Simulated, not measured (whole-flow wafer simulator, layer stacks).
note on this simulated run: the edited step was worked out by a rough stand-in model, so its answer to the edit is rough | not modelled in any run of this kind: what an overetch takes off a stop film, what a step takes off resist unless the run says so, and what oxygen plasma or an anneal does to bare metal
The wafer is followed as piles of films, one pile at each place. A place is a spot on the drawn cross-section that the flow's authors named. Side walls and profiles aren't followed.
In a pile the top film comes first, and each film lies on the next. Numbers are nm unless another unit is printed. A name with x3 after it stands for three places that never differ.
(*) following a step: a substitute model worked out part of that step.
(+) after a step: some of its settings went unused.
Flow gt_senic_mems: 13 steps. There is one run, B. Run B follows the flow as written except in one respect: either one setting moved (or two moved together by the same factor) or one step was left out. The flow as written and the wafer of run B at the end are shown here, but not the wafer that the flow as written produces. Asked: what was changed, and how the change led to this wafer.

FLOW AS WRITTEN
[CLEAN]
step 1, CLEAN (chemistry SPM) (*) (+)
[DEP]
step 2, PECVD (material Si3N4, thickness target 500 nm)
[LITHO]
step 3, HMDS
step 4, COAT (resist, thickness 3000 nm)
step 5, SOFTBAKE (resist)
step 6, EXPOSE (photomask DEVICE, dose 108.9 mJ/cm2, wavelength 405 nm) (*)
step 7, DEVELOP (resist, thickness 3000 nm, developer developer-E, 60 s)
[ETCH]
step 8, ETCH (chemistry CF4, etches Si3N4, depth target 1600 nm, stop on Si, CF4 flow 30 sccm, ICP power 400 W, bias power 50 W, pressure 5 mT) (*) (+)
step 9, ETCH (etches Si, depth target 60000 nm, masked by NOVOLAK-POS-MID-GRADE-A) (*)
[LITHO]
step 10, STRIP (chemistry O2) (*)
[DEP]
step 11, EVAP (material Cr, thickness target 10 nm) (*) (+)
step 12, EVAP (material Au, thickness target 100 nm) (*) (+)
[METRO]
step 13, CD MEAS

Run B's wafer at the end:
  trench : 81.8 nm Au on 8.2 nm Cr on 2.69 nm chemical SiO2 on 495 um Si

The reason: step 9, ETCH: depth target 30000 nm was run, while the flow as written has depth target 60000 nm.

Step by step, how the change led to this:
  step 9, ETCH (etches Si, depth target 60000 nm, masked by NOVOLAK-POS-MID-GRADE-A) (*)
      field: resist loses 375 (in the flow as written it would be: resist loses 750)
      trench: Si loses 30 um (in the flow as written it would be: Si loses 60 um)
  step 10, STRIP (chemistry O2) (*)
      field: resist loses 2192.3 (all of it) (in the flow as written it would be: resist loses 1817.3 (all of it))
  step 11, EVAP (material Cr, thickness target 10 nm) (*) (+)
      trench: Cr gains 8.2 (new film) (in the flow as written it would be: Cr gains 6.45 (new film))
  step 12, EVAP (material Au, thickness target 100 nm) (*) (+)
      trench: Au gains 81.8 (new film) (in the flow as written it would be: Au gains 64.1 (new film))
